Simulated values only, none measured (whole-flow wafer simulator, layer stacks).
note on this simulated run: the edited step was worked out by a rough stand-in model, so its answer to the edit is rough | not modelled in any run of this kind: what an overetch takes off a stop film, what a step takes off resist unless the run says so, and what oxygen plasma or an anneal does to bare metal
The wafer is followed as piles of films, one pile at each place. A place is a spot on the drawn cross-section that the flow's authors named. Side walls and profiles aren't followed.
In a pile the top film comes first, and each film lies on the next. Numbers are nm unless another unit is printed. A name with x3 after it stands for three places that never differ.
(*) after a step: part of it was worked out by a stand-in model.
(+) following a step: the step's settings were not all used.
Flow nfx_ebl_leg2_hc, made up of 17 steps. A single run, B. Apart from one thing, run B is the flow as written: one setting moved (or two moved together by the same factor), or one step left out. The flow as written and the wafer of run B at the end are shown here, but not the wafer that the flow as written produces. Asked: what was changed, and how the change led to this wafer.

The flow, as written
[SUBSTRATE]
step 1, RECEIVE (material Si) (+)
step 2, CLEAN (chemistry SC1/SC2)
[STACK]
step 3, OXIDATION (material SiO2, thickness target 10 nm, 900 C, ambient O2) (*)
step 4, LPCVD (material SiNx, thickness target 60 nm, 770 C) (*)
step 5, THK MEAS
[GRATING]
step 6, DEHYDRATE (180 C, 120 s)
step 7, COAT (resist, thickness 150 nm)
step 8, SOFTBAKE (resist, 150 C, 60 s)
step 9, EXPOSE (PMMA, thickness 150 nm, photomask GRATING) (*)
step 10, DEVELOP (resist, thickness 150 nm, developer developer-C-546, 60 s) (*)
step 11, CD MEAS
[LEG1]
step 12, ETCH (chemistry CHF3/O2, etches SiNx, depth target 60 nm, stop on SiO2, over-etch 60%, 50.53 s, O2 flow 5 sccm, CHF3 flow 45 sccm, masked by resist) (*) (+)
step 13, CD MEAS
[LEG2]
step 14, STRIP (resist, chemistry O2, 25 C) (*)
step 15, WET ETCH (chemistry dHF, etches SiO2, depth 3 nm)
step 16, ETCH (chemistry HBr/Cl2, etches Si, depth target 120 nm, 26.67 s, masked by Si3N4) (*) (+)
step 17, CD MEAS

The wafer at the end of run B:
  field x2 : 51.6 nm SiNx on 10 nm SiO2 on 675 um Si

Cause: step 4, LPCVD: thickness target 63 nm was run, though the flow has thickness target 60 nm.

How this came from the change, step by step:
  step 4, LPCVD (material SiNx, thickness target 60 nm, 770 C) (*)
      field x2, pad x2: +63 SiNx (new film) (in the flow as written it would be: +60 SiNx (new film))
  step 12, ETCH (chemistry CHF3/O2, etches SiNx, depth target 60 nm, stop on SiO2, over-etch 60%, 50.53 s, O2 flow 5 sccm, CHF3 flow 45 sccm, masked by resist) (*) (+)
      pad x2: -63 SiNx (all of it), -10 SiO2 (all of it) (in the flow as written it would be: -60 SiNx (all of it), -10 SiO2 (all of it))
